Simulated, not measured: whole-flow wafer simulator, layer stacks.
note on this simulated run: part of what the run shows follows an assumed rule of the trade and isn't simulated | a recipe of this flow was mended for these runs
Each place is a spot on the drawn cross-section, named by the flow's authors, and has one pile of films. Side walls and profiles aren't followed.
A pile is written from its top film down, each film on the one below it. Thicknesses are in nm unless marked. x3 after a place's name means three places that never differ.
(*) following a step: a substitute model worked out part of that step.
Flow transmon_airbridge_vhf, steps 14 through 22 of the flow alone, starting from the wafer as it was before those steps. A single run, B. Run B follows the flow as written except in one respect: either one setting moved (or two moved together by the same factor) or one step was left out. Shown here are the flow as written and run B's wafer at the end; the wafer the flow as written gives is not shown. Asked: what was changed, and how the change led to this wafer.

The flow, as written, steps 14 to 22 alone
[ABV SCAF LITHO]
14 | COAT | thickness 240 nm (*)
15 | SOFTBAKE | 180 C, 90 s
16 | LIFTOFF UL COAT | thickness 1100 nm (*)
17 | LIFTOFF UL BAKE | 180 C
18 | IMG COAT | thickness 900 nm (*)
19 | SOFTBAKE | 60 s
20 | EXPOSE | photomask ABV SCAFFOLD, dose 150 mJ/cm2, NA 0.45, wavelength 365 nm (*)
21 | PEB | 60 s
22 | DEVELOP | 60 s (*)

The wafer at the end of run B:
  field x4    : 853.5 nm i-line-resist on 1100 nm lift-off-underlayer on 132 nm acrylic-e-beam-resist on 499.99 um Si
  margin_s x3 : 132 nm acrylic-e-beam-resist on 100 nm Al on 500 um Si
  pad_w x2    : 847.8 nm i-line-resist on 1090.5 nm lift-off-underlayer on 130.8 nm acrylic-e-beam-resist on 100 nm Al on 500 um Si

What caused this: step 14, COAT: thickness 132 nm was run, though the flow has thickness 240 nm.
The wafer lets one read it off: field x4 has acrylic-e-beam-resist 132, and step 14 as written asks for 240 nm.

The path from the change to this, step by step:
  14 | COAT | thickness 240 nm (*)
      field x4, trace_open_s x2, margin_s x3: +132 acrylic-e-beam-resist (new film) (it would be, as written: +240 acrylic-e-beam-resist (new film))
      pad_w x2: +130.8 acrylic-e-beam-resist (new film) (it would be, as written: +239.3 acrylic-e-beam-resist (new film))
      (also at 6 further places)
